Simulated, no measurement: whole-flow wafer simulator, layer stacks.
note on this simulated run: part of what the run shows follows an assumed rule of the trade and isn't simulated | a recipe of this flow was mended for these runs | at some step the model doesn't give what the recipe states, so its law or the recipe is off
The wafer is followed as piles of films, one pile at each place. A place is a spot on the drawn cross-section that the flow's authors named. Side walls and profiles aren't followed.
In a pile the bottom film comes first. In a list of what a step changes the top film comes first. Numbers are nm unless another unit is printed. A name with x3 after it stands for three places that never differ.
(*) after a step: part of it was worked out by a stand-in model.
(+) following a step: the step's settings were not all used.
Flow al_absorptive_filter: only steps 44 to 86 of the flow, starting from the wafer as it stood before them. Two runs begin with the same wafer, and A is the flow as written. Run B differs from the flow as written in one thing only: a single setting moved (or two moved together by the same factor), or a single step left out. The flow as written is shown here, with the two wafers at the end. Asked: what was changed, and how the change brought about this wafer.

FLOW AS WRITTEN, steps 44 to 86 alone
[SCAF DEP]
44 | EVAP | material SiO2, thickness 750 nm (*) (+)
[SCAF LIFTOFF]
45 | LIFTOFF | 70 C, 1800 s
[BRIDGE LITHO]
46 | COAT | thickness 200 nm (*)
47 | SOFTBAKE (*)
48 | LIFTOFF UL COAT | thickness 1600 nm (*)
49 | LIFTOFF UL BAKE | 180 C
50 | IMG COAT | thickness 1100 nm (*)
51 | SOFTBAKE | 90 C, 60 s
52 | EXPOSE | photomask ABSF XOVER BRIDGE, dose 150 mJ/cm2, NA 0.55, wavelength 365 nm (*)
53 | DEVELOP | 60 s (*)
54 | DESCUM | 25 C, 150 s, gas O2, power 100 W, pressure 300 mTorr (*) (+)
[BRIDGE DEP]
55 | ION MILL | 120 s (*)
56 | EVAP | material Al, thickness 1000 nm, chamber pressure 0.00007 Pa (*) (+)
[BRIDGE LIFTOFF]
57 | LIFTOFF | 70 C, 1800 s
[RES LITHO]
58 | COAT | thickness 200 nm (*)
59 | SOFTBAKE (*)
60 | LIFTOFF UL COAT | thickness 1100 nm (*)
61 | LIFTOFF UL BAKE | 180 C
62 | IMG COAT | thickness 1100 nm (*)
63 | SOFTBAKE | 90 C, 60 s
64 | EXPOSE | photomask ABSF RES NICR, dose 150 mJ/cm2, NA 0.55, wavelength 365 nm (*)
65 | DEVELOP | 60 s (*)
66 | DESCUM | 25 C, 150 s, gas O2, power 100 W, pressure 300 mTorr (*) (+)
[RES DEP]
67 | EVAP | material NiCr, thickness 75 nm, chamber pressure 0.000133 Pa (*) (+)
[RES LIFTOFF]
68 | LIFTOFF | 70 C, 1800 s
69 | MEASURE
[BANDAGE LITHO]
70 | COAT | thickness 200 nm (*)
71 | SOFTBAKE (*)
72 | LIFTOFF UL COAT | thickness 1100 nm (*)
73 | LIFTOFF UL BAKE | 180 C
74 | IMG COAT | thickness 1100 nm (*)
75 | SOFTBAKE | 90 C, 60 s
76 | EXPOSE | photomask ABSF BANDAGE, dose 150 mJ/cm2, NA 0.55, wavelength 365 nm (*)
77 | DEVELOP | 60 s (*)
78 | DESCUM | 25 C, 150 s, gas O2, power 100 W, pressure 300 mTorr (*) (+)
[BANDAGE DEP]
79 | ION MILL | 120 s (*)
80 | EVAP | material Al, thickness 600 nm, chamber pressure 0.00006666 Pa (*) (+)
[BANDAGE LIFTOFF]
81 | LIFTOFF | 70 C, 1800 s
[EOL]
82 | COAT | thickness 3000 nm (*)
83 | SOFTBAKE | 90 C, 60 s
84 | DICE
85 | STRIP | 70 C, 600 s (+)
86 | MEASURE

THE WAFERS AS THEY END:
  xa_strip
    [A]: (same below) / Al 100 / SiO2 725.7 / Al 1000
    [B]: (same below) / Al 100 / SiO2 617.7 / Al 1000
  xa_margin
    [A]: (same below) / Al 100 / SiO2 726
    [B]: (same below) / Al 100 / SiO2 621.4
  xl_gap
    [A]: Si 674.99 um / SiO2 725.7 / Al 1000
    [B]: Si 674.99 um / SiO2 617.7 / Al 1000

What caused this: step 44, EVAP: thickness 642 nm was run, while the flow as written has thickness 750 nm.

The path from the change to this, step by step:
  44 | EVAP | material SiO2, thickness 750 nm (*) (+)
      gnd, pad_far, pad_near and 10 more: A +750 SiO2 (new film) | B +642 SiO2 (new film)
      xa_margin: A +726 SiO2 (new film) | B +621.4 SiO2 (new film)
  45 | LIFTOFF | 70 C, 1800 s
      gnd, xa_field, xl_land, idc_field: A -750 SiO2 (all of it), -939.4 i-line-resist (all of it), -1100 lift-off-underlayer (all of it), -200 acrylic-e-beam-resist (all of it) | B -642 SiO2 (all of it), -939.4 i-line-resist (all of it), -1100 lift-off-underlayer (all of it), -200 acrylic-e-beam-resist (all of it)
      pad_far: A -750 SiO2 (all of it), -937 i-line-resist (all of it), -1092.7 lift-off-underlayer (all of it), -198.5 acrylic-e-beam-resist (all of it) | B -642 SiO2 (all of it), -937 i-line-resist (all of it), -1092.7 lift-off-underlayer (all of it), -198.5 acrylic-e-beam-resist (all of it)
      (and at 5 other places as well)
  46 | COAT | thickness 200 nm (*)
      xa_margin: A +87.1 acrylic-e-beam-resist (new film) | B +90.8 acrylic-e-beam-resist (new film)
      xa_strip: A +156.7 acrylic-e-beam-resist (new film) | B +165.5 acrylic-e-beam-resist (new film)
      (and at 2 other places as well)
  48 | LIFTOFF UL COAT | thickness 1600 nm (*)
      xa_margin: A +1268 lift-off-underlayer (new film) | B +1322.2 lift-off-underlayer (new film)
      xa_strip: A +1219 lift-off-underlayer (new film) | B +1264.2 lift-off-underlayer (new film)
      (and at 2 other places as well)
  50 | IMG COAT | thickness 1100 nm (*)
      xa_strip: A +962 i-line-resist (new film) | B +985.8 i-line-resist (new film)
      xl_turn: A +969.7 i-line-resist (new film) | B +993.2 i-line-resist (new film)
  53 | DEVELOP | 60 s (*)
      xa_strip: A -960.1 i-line-resist (all of it), -1219 lift-off-underlayer (all of it) | B -984.2 i-line-resist (all of it), -1264.2 lift-off-underlayer (all of it)
      xl_gap: A -1001.2 i-line-resist (all of it), -1316.9 lift-off-underlayer (all of it) | B -1019.5 i-line-resist (all of it), -1369.8 lift-off-underlayer (all of it)
      (and at 1 other place as well)
  54 | DESCUM | 25 C, 150 s, gas O2, power 100 W, pressure 300 mTorr (*) (+)
      xa_strip: A -156.7 acrylic-e-beam-resist (all of it) | B -165.5 acrylic-e-beam-resist (all of it)
      xl_gap: A -97.9 acrylic-e-beam-resist (all of it) | B -107.3 acrylic-e-beam-resist (all of it)
      (and at 1 other place as well)
  57 | LIFTOFF | 70 C, 1800 s
      xa_margin: A -1000 Al (all of it), -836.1 i-line-resist (all of it), -1268 lift-off-underlayer (all of it), -87.1 acrylic-e-beam-resist (all of it) | B -1000 Al (all of it), -856 i-line-resist (all of it), -1322.2 lift-off-underlayer (all of it), -90.8 acrylic-e-beam-resist (all of it)
  58 | COAT | thickness 200 nm (*)
      xa_margin: A +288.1 acrylic-e-beam-resist (new film) | B +306 acrylic-e-beam-resist (new film)
      xa_strip: A +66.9 acrylic-e-beam-resist (new film) | B +71.9 acrylic-e-beam-resist (new film)
      (and at 2 other places as well)
  60 | LIFTOFF UL COAT | thickness 1100 nm (*)
      xa_margin: A +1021 lift-off-underlayer (new film) | B +1042.9 lift-off-underlayer (new film)
      xa_strip: A +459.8 lift-off-underlayer (new film) | B +482.4 lift-off-underlayer (new film)
      (and at 2 other places as well)
  62 | IMG COAT | thickness 1100 nm (*)
      xa_margin: A +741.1 i-line-resist (new film) | B +770.7 i-line-resist (new film)
      xa_strip: A +577.9 i-line-resist (new film) | B +617.7 i-line-resist (new film)
      (and at 2 other places as well)
  68 | LIFTOFF | 70 C, 1800 s
      xa_margin: A -75 NiCr (all of it), -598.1 i-line-resist (all of it), -1021 lift-off-underlayer (all of it), -288.1 acrylic-e-beam-resist (all of it) | B -75 NiCr (all of it), -627.9 i-line-resist (all of it), -1042.9 lift-off-underlayer (all of it), -306 acrylic-e-beam-resist (all of it)
      xa_strip: A -75 NiCr (all of it), -433.3 i-line-resist (all of it), -459.8 lift-off-underlayer (all of it), -66.9 acrylic-e-beam-resist (all of it) | B -75 NiCr (all of it), -473 i-line-resist (all of it), -482.4 lift-off-underlayer (all of it), -71.9 acrylic-e-beam-resist (all of it)
      (and at 2 other places as well)
  70 | COAT | thickness 200 nm (*)
      xa_margin: A +288.1 acrylic-e-beam-resist (new film) | B +306 acrylic-e-beam-resist (new film)
      xa_strip: A +66.9 acrylic-e-beam-resist (new film) | B +71.9 acrylic-e-beam-resist (new film)
      (and at 2 other places as well)
  72 | LIFTOFF UL COAT | thickness 1100 nm (*)
      xa_margin: A +1021 lift-off-underlayer (new film) | B +1042.9 lift-off-underlayer (new film)
      xa_strip: A +459.8 lift-off-underlayer (new film) | B +482.4 lift-off-underlayer (new film)
      (and at 2 other places as well)
  74 | IMG COAT | thickness 1100 nm (*)
      xa_margin: A +741.1 i-line-resist (new film) | B +770.7 i-line-resist (new film)
      xa_strip: A +577.9 i-line-resist (new film) | B +617.7 i-line-resist (new film)
      (and at 2 other places as well)
  81 | LIFTOFF | 70 C, 1800 s
      xa_margin: A -600 Al (all of it), -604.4 i-line-resist (all of it), -1021 lift-off-underlayer (all of it), -288.1 acrylic-e-beam-resist (all of it) | B -600 Al (all of it), -634.2 i-line-resist (all of it), -1042.9 lift-off-underlayer (all of it), -306 acrylic-e-beam-resist (all of it)
      xa_strip: A -600 Al (all of it), -439.6 i-line-resist (all of it), -459.8 lift-off-underlayer (all of it), -66.9 acrylic-e-beam-resist (all of it) | B -600 Al (all of it), -479.3 i-line-resist (all of it), -482.4 lift-off-underlayer (all of it), -71.9 acrylic-e-beam-resist (all of it)
      (and at 2 other places as well)
  ... 2 further steps ...
  85 | STRIP | 70 C, 600 s (+)
      xa_margin: A -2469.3 i-line-resist (all of it) | B -2554.8 i-line-resist (all of it)
      xa_strip: A -1477 i-line-resist (all of it) | B -1564.8 i-line-resist (all of it)
      (and at 2 other places as well)
